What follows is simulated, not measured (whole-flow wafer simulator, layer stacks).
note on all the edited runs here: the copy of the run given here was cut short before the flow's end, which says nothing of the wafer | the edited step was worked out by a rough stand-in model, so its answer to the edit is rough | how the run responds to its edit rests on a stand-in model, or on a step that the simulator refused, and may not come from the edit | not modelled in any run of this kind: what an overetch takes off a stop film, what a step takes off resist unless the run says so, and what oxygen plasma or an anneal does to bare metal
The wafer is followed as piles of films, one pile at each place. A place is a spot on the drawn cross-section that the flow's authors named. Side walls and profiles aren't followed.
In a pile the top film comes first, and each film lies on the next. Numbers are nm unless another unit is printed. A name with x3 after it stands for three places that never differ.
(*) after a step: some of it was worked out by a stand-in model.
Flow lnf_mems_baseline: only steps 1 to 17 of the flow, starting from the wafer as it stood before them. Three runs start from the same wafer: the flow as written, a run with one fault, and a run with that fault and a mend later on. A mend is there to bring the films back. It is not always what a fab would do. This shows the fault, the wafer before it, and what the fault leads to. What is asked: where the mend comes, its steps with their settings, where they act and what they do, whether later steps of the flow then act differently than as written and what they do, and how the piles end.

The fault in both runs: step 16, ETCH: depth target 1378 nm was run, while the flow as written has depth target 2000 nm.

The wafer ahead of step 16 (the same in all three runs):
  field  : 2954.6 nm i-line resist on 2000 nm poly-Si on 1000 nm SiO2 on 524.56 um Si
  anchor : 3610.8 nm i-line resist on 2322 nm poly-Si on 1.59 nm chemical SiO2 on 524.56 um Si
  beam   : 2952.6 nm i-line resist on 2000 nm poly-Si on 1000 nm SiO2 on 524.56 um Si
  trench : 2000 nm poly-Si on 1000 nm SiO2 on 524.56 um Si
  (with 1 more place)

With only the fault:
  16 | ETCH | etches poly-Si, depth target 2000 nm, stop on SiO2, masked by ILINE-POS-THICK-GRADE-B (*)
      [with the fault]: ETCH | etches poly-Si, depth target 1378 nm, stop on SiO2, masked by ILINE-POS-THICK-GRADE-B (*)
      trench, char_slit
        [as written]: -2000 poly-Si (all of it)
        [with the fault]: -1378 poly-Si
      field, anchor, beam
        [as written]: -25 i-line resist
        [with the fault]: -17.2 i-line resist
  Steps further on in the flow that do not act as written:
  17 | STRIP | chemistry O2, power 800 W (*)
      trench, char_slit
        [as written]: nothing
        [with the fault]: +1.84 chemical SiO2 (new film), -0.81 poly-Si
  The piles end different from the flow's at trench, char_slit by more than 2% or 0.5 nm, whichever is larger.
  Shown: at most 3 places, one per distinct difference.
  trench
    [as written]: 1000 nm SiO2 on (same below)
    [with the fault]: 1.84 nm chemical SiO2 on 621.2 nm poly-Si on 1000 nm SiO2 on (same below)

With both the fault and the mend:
  After step 16 comes the mend.
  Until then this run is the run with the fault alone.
  16a | ETCH | etches poly-Si, depth target 622 nm, stop on SiO2, masked by ILINE-POS-THICK-GRADE-B (*) (the flow's step 16 again, with other settings)
      field, anchor, beam
        -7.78 i-line resist
      trench, char_slit
        -622 poly-Si (all of it)
  None of the later steps of the flow acts differently than as written at any place that is followed.
  By the end, the piles equal the flow's at every place that both follow.
